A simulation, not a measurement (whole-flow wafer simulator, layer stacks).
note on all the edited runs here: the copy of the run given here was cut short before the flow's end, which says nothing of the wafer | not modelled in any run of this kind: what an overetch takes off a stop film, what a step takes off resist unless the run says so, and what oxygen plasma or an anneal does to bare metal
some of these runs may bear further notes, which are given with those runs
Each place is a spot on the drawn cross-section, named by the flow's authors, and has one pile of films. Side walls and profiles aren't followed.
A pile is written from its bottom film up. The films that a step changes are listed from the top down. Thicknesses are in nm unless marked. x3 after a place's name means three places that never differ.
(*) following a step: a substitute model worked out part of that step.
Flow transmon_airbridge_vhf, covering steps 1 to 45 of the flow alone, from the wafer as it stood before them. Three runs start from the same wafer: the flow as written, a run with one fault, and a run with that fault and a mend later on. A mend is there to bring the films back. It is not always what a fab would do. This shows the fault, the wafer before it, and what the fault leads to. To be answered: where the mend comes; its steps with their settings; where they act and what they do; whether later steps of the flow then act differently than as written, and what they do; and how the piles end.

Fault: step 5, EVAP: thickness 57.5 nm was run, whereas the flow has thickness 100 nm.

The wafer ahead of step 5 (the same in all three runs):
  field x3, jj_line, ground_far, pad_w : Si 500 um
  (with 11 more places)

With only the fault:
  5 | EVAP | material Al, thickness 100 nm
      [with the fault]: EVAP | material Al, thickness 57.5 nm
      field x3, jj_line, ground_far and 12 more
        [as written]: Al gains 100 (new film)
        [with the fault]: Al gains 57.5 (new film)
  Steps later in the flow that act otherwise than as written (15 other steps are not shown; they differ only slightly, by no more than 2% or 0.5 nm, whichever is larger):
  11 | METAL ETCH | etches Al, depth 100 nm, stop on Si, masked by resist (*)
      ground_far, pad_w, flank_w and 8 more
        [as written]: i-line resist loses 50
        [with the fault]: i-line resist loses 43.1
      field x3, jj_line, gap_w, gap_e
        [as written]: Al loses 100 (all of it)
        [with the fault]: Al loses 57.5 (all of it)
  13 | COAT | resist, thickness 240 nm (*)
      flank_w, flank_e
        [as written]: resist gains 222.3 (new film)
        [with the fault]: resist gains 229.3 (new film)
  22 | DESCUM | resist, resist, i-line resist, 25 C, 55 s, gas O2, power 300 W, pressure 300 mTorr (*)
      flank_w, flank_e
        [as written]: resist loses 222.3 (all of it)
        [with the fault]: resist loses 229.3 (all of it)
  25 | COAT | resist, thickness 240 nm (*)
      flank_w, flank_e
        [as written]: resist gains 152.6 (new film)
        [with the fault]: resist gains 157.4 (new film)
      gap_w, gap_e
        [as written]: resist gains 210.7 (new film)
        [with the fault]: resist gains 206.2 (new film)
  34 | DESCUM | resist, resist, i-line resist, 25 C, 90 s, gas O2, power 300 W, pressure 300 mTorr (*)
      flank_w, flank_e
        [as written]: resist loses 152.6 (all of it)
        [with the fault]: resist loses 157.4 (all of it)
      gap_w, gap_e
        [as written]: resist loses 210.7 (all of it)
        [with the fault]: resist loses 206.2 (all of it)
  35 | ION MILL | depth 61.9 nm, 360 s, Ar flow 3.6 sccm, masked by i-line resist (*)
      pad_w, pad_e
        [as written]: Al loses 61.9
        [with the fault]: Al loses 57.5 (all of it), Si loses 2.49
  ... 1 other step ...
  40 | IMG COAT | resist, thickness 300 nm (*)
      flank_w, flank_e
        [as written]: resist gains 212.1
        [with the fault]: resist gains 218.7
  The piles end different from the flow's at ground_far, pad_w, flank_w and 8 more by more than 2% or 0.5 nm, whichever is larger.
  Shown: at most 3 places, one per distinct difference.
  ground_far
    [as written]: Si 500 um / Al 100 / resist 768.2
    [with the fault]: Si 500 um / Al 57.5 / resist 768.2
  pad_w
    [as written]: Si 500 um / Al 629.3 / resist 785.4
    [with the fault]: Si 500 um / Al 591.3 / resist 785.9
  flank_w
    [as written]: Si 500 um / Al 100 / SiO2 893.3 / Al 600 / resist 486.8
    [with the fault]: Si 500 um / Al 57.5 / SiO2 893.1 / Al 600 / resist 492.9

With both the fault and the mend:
  After step 5 comes the mend.
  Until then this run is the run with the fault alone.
  5a | EVAP | material Al, thickness 42.5 nm (a further turn of the flow's step 5, with different settings)
      field x3, jj_line, ground_far and 12 more
        Al gains 42.5
  Later steps of the flow that are run all act as written at every place that is followed.
  By the end, the piles equal the flow's at every place that both follow.
